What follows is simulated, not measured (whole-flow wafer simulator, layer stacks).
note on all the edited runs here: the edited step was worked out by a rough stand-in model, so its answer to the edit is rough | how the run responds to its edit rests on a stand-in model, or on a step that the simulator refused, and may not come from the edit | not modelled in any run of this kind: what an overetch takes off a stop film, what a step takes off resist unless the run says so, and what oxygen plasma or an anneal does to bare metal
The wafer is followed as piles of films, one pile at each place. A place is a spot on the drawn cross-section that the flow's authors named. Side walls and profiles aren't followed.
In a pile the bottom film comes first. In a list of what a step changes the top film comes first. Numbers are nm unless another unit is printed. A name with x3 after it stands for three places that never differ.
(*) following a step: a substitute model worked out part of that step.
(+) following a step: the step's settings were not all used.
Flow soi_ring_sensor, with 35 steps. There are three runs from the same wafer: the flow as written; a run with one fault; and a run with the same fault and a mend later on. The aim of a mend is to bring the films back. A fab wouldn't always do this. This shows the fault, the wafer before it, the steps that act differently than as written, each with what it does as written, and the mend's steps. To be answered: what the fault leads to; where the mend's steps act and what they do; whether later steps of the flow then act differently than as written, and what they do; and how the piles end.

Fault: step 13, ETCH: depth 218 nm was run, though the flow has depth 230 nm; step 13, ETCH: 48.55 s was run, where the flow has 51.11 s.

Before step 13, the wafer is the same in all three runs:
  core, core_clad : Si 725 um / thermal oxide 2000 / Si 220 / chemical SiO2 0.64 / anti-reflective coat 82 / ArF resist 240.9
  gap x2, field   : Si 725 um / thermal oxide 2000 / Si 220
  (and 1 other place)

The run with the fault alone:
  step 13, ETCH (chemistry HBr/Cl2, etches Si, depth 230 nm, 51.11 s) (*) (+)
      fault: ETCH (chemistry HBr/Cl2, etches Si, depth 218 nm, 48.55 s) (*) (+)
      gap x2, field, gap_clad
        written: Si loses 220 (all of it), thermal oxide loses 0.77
        fault: Si loses 218
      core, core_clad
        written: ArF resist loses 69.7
        fault: ArF resist loses 66.2
  Later steps of the flow acting differently than as written (1 more step, not shown, differs only slightly: by at most 2% or 0.5 nm, whichever is larger):
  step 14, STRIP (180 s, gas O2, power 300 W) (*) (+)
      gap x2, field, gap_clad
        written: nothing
        fault: chemical SiO2 gains 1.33 (new film), Si loses 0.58
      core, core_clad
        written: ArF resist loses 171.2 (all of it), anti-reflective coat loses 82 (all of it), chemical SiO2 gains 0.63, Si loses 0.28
        fault: ArF resist loses 174.7 (all of it), anti-reflective coat loses 82 (all of it), chemical SiO2 gains 0.63, Si loses 0.28
  By the end, the piles at field depart from the flow's by more than 2% or 0.5 nm, whichever is larger.
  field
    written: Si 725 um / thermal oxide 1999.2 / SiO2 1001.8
    fault: Si 725 um / thermal oxide 2000 / Si 1.42 / chemical SiO2 1.33 / SiO2 998.3

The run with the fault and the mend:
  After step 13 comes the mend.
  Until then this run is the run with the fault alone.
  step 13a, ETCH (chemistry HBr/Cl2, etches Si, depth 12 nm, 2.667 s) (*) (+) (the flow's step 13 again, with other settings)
      gap x2, field, gap_clad
        Si loses 2 (all of it), thermal oxide loses 0.77
      core, core_clad
        ArF resist loses 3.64
  Every later step of the flow that is run acts as written, at every place that is followed, to within 2% or 0.5 nm, whichever is larger.
  The piles end the same as the flow's at every place that both follow.
